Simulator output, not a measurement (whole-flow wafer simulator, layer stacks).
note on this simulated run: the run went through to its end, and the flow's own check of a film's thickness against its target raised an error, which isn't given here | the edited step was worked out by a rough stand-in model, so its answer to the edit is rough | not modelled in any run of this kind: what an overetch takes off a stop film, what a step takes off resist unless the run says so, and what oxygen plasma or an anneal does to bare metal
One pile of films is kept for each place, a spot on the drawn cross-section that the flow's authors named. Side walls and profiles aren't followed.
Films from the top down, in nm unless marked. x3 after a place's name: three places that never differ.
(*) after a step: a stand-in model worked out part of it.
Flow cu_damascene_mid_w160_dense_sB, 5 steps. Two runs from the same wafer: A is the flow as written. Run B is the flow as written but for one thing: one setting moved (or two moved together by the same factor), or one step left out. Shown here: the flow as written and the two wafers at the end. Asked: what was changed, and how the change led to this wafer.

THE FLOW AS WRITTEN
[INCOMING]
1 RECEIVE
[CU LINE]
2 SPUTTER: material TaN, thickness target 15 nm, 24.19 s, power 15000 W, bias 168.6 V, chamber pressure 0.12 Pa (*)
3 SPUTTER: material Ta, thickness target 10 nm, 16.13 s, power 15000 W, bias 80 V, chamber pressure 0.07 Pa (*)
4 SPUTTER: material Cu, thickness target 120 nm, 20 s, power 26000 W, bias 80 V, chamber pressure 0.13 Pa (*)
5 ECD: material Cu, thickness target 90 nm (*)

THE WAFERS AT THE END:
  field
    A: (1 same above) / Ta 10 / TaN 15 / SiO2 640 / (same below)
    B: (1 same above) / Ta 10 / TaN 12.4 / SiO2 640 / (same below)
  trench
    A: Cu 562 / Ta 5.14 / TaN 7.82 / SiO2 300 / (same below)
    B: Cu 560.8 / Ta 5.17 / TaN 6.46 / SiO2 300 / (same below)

The cause: step 2, SPUTTER: thickness target 12.4 nm was run, where the flow has thickness target 15 nm; step 2, SPUTTER: 19.96 s was run, where the flow has 24.19 s.
It can be read off the wafer: field has TaN 12.4, and step 2 as written asks for 15 nm.

How the change led to this, step by step:
  2 SPUTTER: material TaN, thickness target 15 nm, 24.19 s, power 15000 W, bias 168.6 V, chamber pressure 0.12 Pa (*)
      field: A TaN +15 (new film) | B TaN +12.4 (new film)
      trench: A TaN +7.82 (new film) | B TaN +6.46 (new film)
